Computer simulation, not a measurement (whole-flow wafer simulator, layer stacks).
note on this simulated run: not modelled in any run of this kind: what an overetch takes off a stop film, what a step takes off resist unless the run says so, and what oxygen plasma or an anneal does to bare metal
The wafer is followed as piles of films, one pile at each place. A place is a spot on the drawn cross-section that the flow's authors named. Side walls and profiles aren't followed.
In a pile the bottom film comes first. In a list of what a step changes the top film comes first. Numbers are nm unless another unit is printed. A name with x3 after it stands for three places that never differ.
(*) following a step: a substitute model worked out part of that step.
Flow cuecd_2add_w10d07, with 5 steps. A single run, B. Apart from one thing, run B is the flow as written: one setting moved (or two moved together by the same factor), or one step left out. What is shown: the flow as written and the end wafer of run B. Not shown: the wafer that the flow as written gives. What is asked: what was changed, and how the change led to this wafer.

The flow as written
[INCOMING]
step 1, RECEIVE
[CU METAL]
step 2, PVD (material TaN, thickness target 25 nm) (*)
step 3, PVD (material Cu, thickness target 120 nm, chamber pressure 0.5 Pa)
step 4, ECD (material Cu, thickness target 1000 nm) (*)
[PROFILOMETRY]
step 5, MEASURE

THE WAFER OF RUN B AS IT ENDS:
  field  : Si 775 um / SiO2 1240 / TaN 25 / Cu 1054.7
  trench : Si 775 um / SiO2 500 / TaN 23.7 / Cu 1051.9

The reason: step 3, PVD: thickness target 54.7 nm was run, though the flow has thickness target 120 nm.

The path from the change to this, step by step:
  step 3, PVD (material Cu, thickness target 120 nm, chamber pressure 0.5 Pa)
      field: Cu gains 54.7 (new film) (as written it would have been: Cu gains 120 (new film))
      trench: Cu gains 51.9 (new film) (as written it would have been: Cu gains 114 (new film))
